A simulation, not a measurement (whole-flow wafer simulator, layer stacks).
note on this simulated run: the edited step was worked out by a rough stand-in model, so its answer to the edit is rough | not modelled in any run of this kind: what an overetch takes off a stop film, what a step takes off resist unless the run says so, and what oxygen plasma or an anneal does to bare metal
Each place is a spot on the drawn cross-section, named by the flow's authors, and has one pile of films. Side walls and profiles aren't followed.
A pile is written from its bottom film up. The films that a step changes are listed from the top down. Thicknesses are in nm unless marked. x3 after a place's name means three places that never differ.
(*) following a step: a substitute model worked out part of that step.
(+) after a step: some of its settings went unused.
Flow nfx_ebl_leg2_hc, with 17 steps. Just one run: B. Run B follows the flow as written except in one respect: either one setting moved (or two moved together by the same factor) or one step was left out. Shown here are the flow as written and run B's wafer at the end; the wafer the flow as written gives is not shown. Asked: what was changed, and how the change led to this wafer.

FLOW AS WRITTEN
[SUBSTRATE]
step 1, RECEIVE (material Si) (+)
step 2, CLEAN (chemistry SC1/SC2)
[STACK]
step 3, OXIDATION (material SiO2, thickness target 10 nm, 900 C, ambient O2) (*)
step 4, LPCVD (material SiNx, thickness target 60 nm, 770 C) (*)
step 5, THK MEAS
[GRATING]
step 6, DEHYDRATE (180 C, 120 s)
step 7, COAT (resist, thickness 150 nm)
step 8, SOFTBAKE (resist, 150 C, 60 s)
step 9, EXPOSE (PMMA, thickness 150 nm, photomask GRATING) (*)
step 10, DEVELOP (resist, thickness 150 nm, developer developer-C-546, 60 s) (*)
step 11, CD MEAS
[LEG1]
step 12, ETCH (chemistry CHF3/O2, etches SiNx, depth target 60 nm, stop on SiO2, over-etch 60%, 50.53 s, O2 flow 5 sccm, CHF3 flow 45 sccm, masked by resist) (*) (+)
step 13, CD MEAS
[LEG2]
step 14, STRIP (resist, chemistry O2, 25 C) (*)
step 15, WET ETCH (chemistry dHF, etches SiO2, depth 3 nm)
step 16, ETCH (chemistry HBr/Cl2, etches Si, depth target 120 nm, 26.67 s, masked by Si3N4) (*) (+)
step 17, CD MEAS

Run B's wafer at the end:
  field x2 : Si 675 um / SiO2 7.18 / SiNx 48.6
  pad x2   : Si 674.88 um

The reason: step 3, OXIDATION: 865 C was run, while the flow as written has 900 C.

How this came from the change, step by step:
  step 3, OXIDATION (material SiO2, thickness target 10 nm, 900 C, ambient O2) (*)
      field x2, pad x2: +7.18 SiO2 (new film), -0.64 chemical SiO2 (all of it), -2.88 Si (it would be, as written: +10 SiO2 (new film), -0.64 chemical SiO2 (all of it), -4.12 Si)
  step 12, ETCH (chemistry CHF3/O2, etches SiNx, depth target 60 nm, stop on SiO2, over-etch 60%, 50.53 s, O2 flow 5 sccm, CHF3 flow 45 sccm, masked by resist) (*) (+)
      pad x2: -60 SiNx (all of it), -7.18 SiO2 (all of it) (it would be, as written: -60 SiNx (all of it), -10 SiO2 (all of it))
